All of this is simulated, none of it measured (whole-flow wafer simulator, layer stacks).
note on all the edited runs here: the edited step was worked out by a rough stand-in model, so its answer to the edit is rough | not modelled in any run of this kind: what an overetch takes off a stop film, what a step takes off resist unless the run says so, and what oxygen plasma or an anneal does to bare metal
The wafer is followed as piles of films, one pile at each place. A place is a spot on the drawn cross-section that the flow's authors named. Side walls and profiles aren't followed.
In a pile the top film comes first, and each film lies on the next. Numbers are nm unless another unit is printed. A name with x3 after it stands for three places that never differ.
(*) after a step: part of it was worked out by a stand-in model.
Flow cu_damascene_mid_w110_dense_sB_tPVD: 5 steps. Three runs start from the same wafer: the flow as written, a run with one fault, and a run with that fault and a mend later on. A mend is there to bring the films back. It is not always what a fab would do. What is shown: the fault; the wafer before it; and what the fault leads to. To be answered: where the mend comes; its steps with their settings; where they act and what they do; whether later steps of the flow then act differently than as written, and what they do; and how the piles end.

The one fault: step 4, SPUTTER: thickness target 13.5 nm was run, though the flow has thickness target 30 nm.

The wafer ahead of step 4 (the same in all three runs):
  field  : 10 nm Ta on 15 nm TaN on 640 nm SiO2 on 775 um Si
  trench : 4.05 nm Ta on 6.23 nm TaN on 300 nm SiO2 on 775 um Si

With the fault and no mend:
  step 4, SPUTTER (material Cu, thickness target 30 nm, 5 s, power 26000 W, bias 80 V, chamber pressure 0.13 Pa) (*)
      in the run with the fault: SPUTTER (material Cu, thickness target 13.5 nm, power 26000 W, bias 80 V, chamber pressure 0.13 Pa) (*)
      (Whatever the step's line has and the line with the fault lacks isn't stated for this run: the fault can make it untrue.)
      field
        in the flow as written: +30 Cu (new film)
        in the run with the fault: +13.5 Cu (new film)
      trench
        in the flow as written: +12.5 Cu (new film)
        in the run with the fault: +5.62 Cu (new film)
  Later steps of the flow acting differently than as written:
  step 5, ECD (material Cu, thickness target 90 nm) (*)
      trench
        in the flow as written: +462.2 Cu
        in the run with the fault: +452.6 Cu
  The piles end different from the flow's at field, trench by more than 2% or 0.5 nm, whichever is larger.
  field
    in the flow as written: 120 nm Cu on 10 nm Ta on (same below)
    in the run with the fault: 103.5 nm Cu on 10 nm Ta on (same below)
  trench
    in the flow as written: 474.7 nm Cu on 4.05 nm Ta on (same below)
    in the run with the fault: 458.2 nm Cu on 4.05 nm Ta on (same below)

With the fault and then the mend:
  The mend follows step 4.
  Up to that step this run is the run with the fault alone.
  step 4a, SPUTTER (material Cu, thickness target 16.5 nm, power 26000 W, bias 80 V, chamber pressure 0.13 Pa) (*) (a further turn of the flow's step 4, with different settings)
      field
        +16.5 Cu
      trench
        +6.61 Cu
  Later steps of the flow that are run all act as written at every place that is followed, up to a difference of at most 2% or 0.5 nm, whichever is larger.
  By the end, the piles equal the flow's at every place that both follow.
